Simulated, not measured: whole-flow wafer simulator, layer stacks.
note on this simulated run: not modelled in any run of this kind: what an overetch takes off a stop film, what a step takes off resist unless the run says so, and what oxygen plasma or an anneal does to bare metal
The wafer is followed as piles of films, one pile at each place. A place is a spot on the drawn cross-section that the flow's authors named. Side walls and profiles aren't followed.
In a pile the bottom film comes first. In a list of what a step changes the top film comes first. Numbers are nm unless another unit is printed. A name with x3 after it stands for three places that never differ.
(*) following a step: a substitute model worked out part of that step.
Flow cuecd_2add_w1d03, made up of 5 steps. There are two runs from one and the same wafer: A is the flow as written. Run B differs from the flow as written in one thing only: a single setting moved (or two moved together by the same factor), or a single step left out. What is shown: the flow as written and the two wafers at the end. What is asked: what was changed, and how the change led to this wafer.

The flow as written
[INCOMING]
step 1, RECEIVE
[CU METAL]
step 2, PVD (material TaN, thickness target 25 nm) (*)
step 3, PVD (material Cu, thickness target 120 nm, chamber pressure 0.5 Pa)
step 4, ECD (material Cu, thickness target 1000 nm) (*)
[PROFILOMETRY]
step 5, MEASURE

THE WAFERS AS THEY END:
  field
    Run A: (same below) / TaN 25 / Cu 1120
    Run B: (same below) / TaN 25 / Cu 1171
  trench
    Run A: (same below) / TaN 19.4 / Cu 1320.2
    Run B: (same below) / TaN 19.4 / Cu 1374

The reason: step 3, PVD: thickness target 171 nm was run, whereas the flow has thickness target 120 nm.

Step by step, how the change led to this:
  step 3, PVD (material Cu, thickness target 120 nm, chamber pressure 0.5 Pa)
      field: A +120 Cu (new film) | B +171 Cu (new film)
      trench: A +93.4 Cu (new film) | B +133 Cu (new film)
